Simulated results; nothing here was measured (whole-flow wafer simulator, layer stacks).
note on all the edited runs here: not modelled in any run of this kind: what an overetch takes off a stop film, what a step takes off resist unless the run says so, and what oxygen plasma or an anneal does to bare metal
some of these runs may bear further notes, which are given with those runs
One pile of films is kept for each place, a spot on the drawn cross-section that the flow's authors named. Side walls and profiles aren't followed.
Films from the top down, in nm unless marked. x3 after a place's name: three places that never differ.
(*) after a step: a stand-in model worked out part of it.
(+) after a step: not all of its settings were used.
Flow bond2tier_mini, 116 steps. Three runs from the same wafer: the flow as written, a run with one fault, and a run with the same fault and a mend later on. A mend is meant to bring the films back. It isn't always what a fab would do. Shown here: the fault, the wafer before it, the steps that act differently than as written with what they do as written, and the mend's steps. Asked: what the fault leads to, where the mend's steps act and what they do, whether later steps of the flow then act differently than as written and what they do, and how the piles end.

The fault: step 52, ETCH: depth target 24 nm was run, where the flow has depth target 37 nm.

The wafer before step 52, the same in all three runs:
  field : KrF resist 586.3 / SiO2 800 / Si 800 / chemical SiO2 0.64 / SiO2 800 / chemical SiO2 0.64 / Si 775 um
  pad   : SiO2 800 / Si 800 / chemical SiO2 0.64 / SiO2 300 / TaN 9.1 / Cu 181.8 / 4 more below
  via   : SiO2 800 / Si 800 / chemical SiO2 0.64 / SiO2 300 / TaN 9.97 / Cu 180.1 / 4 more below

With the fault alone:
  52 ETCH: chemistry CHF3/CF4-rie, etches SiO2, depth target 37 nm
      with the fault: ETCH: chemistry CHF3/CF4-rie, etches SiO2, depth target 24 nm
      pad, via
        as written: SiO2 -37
        with the fault: SiO2 -24
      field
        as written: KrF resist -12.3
        with the fault: KrF resist -8
  Later steps of the flow that act differently than as written (7 more steps differ only slightly, by at most 2% or 0.5 nm, whichever is larger, and aren't shown):
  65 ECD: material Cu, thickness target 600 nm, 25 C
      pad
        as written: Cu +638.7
        with the fault: Cu +625.1
  At the end the piles differ from the flow's by more than 2% or 0.5 nm, whichever is larger, at pad.
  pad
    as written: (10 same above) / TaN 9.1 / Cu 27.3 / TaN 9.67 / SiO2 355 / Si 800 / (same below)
    with the fault: (10 same above) / TaN 9.1 / Cu 14.2 / TaN 9.79 / SiO2 368 / Si 800 / (same below)

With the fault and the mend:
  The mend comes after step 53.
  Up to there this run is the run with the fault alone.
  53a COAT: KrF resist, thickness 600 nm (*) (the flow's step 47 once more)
      field
        KrF resist +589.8 (new film)
      pad
        KrF resist +610.6 (new film)
      via
        KrF resist +609.3 (new film)
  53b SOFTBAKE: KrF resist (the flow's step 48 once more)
      changes no film at any place that is followed
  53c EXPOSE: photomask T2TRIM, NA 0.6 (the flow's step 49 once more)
      changes no film at any place that is followed
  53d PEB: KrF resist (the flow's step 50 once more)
      changes no film at any place that is followed
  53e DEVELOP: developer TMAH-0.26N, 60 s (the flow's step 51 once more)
      field
        KrF resist -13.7
      pad
        KrF resist -610.6 (all of it)
      via
        KrF resist -609.3 (all of it)
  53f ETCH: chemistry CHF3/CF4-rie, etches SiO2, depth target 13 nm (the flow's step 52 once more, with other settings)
      pad, via
        SiO2 -13
      field
        KrF resist -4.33
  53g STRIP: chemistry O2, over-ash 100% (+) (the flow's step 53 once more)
      field
        KrF resist -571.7 (all of it)
  No later step of the flow acts differently than as written at any place that is followed.
  At the end the piles are the same as the flow's at every place that both follow.
